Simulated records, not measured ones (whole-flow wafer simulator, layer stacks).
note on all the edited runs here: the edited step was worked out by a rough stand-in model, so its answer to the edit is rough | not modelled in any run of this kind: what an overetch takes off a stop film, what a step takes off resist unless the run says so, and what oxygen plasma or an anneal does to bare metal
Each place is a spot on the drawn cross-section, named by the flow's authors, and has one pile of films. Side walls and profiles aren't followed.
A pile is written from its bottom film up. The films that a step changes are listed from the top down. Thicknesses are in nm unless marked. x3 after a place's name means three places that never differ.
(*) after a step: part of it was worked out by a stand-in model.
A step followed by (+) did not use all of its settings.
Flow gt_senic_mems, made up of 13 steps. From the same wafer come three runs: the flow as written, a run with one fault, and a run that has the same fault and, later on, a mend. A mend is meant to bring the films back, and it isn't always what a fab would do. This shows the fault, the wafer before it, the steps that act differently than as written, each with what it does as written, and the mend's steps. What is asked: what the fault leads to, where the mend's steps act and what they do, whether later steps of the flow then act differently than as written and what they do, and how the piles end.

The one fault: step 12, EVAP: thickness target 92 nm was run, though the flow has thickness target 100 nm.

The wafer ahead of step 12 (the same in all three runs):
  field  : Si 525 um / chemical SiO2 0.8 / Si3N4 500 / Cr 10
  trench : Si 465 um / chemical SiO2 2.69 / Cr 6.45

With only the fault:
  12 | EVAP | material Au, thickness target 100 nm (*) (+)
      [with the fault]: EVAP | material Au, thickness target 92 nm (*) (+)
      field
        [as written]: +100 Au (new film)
        [with the fault]: +92 Au (new film)
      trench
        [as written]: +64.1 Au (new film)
        [with the fault]: +59 Au (new film)
  Later steps of the flow that are run all act as written at every place that is followed.
  By the end, the piles at field, trench depart from the flow's by more than 2% or 0.5 nm, whichever is larger.
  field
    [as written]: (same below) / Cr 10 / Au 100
    [with the fault]: (same below) / Cr 10 / Au 92
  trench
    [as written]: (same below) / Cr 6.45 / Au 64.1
    [with the fault]: (same below) / Cr 6.45 / Au 59

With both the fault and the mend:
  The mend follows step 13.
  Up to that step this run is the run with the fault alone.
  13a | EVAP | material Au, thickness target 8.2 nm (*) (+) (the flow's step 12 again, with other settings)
      field
        +8.2 Au
      trench
        +5.29 Au
  Later steps of the flow that are run all act as written at every place that is followed.
  At the end the piles are close to the flow's at the places that both follow, differing by at most 2% or 0.5 nm, whichever is larger.
